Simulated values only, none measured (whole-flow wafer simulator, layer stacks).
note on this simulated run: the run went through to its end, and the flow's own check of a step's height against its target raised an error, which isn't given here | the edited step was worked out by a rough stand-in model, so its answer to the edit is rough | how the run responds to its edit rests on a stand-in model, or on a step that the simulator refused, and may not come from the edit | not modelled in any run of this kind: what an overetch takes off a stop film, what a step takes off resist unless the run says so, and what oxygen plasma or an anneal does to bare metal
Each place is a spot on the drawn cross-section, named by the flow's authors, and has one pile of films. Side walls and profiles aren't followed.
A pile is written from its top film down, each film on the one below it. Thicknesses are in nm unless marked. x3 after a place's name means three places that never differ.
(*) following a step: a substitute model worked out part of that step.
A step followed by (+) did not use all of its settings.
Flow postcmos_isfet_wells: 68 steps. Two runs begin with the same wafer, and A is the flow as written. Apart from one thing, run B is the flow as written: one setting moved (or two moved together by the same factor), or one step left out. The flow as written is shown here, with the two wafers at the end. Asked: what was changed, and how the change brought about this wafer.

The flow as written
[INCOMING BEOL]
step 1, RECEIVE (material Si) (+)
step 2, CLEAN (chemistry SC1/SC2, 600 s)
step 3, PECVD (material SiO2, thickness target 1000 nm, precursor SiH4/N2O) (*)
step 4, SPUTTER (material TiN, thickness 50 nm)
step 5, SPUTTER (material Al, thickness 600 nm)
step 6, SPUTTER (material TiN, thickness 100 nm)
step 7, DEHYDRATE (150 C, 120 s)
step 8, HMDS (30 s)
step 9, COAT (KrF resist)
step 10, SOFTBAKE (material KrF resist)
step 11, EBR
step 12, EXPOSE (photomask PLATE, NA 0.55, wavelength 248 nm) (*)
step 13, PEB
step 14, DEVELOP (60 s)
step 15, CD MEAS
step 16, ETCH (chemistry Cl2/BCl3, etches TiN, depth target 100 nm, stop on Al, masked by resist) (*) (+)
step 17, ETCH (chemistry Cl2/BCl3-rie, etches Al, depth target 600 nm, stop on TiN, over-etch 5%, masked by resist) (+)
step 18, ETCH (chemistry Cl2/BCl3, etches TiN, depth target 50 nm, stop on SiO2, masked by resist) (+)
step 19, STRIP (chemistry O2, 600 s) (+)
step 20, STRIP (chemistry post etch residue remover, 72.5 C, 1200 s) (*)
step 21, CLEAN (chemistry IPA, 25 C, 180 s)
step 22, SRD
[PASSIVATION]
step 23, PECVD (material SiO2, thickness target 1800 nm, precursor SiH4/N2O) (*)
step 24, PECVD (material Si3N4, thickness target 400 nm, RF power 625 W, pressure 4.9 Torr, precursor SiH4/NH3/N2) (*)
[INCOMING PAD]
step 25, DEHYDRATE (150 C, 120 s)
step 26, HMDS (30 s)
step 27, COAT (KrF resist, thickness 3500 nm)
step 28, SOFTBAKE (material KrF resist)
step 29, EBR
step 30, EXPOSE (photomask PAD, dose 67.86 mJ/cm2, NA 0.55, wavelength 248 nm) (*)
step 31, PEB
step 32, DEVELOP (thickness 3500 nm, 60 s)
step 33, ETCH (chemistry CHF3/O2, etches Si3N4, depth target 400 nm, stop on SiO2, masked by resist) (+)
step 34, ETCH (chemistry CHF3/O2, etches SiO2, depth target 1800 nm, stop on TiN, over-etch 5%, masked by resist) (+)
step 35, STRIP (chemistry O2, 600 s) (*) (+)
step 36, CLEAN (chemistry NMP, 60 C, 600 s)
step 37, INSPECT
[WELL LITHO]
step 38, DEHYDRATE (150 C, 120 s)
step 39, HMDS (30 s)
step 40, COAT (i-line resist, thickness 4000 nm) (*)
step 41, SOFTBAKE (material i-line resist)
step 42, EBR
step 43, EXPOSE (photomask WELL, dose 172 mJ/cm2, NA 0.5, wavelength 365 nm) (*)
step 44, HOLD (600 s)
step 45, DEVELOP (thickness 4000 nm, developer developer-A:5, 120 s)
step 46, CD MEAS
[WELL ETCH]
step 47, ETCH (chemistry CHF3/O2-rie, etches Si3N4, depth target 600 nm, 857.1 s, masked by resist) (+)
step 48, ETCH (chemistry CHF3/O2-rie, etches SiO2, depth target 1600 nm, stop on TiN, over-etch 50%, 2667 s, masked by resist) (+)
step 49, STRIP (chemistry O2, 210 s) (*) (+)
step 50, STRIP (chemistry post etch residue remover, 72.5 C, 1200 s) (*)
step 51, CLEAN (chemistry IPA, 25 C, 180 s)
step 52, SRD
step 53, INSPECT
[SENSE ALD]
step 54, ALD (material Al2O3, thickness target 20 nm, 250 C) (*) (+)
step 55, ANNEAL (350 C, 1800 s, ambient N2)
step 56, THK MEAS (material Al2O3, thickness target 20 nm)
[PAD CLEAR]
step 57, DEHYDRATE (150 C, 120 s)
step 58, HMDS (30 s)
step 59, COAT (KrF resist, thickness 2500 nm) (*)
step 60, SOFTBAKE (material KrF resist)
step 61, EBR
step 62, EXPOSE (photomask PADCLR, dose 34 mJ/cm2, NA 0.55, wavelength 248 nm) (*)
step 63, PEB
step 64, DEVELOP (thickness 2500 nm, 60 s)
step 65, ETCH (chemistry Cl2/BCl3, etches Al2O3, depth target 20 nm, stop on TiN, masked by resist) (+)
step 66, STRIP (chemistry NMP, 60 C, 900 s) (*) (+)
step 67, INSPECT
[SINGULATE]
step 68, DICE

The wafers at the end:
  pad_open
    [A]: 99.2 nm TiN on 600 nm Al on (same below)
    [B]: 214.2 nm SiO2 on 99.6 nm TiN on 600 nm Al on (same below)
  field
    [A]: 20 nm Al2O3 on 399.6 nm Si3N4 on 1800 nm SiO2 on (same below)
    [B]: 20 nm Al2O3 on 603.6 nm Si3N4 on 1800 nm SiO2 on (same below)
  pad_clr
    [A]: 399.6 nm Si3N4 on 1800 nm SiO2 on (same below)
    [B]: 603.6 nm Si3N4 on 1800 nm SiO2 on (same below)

What caused this: step 24, PECVD: thickness target 604 nm was run, though the flow has thickness target 400 nm.

Step by step, how the change led to this:
  step 24, PECVD (material Si3N4, thickness target 400 nm, RF power 625 W, pressure 4.9 Torr, precursor SiH4/NH3/N2) (*)
      field, margin, well900, well1300 x3, pad_rim, pad_clr, pad_open: A Si3N4 gains 400 (new film) | B Si3N4 gains 604 (new film)
  step 33, ETCH (chemistry CHF3/O2, etches Si3N4, depth target 400 nm, stop on SiO2, masked by resist) (+)
      pad_open: A Si3N4 loses 400 (all of it) | B Si3N4 loses 400
  step 34, ETCH (chemistry CHF3/O2, etches SiO2, depth target 1800 nm, stop on TiN, over-etch 5%, masked by resist) (+)
      pad_open: A SiO2 loses 1800 (all of it) | B Si3N4 loses 204 (all of it), SiO2 loses 1585.8
  step 47, ETCH (chemistry CHF3/O2-rie, etches Si3N4, depth target 600 nm, 857.1 s, masked by resist) (+)
      well900, well1300 x3: A Si3N4 loses 400 (all of it), SiO2 loses 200 | B Si3N4 loses 600
  step 48, ETCH (chemistry CHF3/O2-rie, etches SiO2, depth target 1600 nm, stop on TiN, over-etch 50%, 2667 s, masked by resist) (+)
      well900, well1300 x3: A SiO2 loses 1600 (all of it) | B Si3N4 loses 4 (all of it), SiO2 loses 1800 (all of it)
  step 59, COAT (KrF resist, thickness 2500 nm) (*)
      field: A KrF resist gains 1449 (new film) | B KrF resist gains 1351.5 (new film)
      margin: A KrF resist gains 1448.9 (new film) | B KrF resist gains 1351.4 (new film)
  step 63, PEB
      field, margin: A KrF resist loses 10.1 | B KrF resist loses 9.4
  step 66, STRIP (chemistry NMP, 60 C, 900 s) (*) (+)
      field: A KrF resist loses 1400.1 (all of it) | B KrF resist loses 1303.4 (all of it)
      margin: A KrF resist loses 1400.1 (all of it) | B KrF resist loses 1303.3 (all of it)
